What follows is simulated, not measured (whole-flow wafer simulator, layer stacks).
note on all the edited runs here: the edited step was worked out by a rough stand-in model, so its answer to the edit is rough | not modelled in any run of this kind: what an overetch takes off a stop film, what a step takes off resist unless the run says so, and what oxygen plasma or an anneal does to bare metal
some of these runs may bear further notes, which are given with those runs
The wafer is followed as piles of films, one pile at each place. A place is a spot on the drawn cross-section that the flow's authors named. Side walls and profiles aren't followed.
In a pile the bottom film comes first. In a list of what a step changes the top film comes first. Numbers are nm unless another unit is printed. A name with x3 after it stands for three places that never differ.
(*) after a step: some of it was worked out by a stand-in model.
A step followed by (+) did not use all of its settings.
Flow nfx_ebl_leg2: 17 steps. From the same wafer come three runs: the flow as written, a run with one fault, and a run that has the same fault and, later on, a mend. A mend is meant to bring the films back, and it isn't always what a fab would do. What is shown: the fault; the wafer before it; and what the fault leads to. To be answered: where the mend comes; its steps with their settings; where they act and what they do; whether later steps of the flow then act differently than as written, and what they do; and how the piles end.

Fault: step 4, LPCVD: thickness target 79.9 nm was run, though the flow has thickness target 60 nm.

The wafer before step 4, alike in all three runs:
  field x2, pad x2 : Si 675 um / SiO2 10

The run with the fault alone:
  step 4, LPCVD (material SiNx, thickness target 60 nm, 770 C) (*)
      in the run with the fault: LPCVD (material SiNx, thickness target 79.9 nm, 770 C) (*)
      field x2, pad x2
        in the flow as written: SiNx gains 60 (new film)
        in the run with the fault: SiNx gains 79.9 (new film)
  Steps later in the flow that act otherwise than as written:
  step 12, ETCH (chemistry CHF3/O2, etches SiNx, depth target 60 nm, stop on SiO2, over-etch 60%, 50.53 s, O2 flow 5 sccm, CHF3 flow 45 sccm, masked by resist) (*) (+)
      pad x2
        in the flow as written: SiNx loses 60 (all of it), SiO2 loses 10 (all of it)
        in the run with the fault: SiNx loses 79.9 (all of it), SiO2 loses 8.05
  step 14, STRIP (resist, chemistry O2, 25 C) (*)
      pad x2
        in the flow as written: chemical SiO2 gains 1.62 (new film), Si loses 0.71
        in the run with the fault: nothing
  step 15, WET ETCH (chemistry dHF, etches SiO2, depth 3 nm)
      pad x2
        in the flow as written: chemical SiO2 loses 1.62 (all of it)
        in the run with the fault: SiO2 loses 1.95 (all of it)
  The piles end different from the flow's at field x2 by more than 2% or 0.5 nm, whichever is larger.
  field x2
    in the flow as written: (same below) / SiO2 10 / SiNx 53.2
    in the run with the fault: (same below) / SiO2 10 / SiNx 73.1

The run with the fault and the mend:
  After step 5 comes the mend.
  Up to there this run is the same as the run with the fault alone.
  step 5a, ETCH (chemistry h3po4, depth target 91.89 nm)
      field x2, pad x2
        SiNx loses 79.9 (all of it)
  step 5b, CLEAN (chemistry SC1/SC2) (a further turn of the flow's step 2)
      does not change any film at any place that is followed
  step 5c, LPCVD (material SiNx, thickness target 60 nm, 770 C) (*) (a further turn of the flow's step 4)
      field x2, pad x2
        SiNx gains 60 (new film)
  None of the later steps of the flow acts differently than as written at any place that is followed.
  By the end, the piles equal the flow's at every place that both follow.
